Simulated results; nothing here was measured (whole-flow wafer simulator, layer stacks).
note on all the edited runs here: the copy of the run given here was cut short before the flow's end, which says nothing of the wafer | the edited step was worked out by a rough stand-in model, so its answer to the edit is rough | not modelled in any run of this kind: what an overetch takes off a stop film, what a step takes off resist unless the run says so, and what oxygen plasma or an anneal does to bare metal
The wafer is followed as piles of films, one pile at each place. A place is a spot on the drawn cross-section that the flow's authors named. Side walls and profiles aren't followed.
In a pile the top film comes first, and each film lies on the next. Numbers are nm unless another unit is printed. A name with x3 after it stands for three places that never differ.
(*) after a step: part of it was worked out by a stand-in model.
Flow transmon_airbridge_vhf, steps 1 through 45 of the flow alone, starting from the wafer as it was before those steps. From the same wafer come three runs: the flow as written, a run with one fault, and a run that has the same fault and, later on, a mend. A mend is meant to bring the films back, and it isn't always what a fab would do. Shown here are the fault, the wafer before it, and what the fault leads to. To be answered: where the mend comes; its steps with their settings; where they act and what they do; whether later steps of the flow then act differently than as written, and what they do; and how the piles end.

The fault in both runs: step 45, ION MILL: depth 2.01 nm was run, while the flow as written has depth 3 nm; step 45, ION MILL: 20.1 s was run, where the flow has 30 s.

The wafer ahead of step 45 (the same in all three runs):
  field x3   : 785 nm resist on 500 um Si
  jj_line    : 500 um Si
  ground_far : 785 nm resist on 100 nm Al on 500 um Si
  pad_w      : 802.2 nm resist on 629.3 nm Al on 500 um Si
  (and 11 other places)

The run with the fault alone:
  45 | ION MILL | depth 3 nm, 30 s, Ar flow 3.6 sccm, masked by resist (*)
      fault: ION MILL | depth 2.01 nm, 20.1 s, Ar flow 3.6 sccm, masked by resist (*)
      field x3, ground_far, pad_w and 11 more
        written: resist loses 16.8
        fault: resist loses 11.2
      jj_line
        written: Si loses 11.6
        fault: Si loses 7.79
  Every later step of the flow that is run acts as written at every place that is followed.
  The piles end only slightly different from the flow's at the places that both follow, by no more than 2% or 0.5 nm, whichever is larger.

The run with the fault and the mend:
  The mend follows step 45.
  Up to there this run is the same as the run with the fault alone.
  45a | ION MILL | depth 0.99 nm, 9.9 s, Ar flow 3.6 sccm, masked by resist (*) (the flow's step 45, run once more with other settings)
      field x3, ground_far, pad_w and 11 more
        resist loses 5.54
      jj_line
        Si loses 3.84
  Every later step of the flow that is run acts as written at every place that is followed.
  The piles end the same as the flow's at every place that both follow.
